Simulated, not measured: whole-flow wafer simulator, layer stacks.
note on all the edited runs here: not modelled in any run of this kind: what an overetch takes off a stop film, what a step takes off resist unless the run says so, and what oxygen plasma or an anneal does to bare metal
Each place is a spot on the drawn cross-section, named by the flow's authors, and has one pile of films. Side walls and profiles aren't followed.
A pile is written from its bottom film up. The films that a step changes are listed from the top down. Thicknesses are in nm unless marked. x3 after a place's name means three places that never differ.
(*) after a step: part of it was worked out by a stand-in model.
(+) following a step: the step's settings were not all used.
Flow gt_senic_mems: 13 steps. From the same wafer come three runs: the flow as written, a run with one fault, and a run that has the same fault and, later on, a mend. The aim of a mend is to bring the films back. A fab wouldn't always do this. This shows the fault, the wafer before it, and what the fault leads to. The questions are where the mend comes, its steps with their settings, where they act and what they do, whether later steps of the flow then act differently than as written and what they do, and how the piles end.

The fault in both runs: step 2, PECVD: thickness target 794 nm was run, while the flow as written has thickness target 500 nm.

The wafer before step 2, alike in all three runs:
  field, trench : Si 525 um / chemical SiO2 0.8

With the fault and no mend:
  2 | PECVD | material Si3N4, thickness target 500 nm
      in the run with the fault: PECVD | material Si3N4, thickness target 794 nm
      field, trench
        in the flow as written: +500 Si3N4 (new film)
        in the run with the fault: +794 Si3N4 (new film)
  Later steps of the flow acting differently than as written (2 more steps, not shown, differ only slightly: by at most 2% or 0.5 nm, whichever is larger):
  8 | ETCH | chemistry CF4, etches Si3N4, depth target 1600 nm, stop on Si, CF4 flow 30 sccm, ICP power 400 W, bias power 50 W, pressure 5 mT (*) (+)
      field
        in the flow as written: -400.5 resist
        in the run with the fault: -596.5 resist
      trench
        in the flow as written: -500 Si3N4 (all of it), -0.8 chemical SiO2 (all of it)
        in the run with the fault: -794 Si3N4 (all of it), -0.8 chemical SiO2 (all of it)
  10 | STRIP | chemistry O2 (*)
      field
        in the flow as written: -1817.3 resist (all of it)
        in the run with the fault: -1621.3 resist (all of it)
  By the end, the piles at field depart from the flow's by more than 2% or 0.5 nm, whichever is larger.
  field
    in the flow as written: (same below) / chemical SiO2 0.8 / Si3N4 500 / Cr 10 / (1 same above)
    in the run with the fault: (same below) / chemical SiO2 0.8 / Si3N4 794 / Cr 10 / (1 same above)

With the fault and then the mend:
  The mend stands after step 2.
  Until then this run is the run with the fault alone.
  2a | ETCH | chemistry h3po4, depth target 294 nm
      field, trench
        -294 Si3N4
  Every later step of the flow that is run acts as written at every place that is followed.
  At every place that both follow, the piles at the end match the flow's.
